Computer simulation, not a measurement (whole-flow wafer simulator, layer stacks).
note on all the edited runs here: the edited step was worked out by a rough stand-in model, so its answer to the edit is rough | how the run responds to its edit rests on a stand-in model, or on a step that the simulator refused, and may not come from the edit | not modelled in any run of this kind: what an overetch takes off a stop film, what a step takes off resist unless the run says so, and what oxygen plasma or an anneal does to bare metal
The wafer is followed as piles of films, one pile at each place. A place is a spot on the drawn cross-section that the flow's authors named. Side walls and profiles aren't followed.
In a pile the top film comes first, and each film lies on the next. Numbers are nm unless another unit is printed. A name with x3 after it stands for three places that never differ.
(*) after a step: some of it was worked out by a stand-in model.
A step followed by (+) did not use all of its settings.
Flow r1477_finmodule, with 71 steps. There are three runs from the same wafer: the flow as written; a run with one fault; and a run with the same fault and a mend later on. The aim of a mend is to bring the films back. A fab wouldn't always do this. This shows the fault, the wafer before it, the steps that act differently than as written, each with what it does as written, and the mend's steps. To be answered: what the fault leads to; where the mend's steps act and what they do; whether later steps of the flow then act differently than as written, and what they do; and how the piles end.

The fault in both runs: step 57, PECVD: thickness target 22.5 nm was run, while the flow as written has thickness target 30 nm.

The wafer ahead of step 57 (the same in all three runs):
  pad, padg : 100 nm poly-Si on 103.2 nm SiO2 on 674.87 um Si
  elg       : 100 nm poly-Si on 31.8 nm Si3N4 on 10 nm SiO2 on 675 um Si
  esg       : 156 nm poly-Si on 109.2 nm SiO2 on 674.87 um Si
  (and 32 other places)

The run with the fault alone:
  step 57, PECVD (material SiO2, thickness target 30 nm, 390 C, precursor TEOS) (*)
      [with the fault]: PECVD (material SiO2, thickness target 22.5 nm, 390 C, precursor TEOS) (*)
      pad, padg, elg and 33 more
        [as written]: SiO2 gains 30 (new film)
        [with the fault]: SiO2 gains 22.5 (new film)
  Steps later in the flow that act otherwise than as written (not shown: 3 more steps that differ only slightly, by at most 2% or 0.5 nm, whichever is larger):
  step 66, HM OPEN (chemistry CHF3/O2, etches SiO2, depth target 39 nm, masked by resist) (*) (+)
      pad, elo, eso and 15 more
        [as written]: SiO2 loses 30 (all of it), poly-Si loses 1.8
        [with the fault]: SiO2 loses 22.5 (all of it), poly-Si loses 2.25
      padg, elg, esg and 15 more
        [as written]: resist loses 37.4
        [with the fault]: resist loses 32.3
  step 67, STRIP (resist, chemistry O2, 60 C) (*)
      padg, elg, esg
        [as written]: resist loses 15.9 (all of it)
        [with the fault]: resist loses 20.9 (all of it)
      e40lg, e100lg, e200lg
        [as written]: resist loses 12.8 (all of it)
        [with the fault]: resist loses 17.8 (all of it)
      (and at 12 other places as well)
  By the end, the piles at padg, elg, esg and 15 more depart from the flow's by more than 2% or 0.5 nm, whichever is larger.
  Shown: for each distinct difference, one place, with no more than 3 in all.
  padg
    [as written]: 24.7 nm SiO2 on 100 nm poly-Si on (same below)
    [with the fault]: 17.2 nm SiO2 on 100 nm poly-Si on (same below)
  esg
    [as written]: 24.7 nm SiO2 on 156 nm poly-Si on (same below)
    [with the fault]: 17.2 nm SiO2 on 156 nm poly-Si on (same below)
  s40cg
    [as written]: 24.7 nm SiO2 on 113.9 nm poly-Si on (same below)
    [with the fault]: 17.2 nm SiO2 on 113.9 nm poly-Si on (same below)

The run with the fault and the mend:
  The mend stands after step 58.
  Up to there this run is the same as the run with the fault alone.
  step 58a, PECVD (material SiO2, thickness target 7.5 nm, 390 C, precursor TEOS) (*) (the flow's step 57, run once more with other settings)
      pad, padg, elg and 33 more
        SiO2 gains 7.5
  Later steps of the flow that are run all act as written at every place that is followed.
  By the end, the piles equal the flow's at every place that both follow.
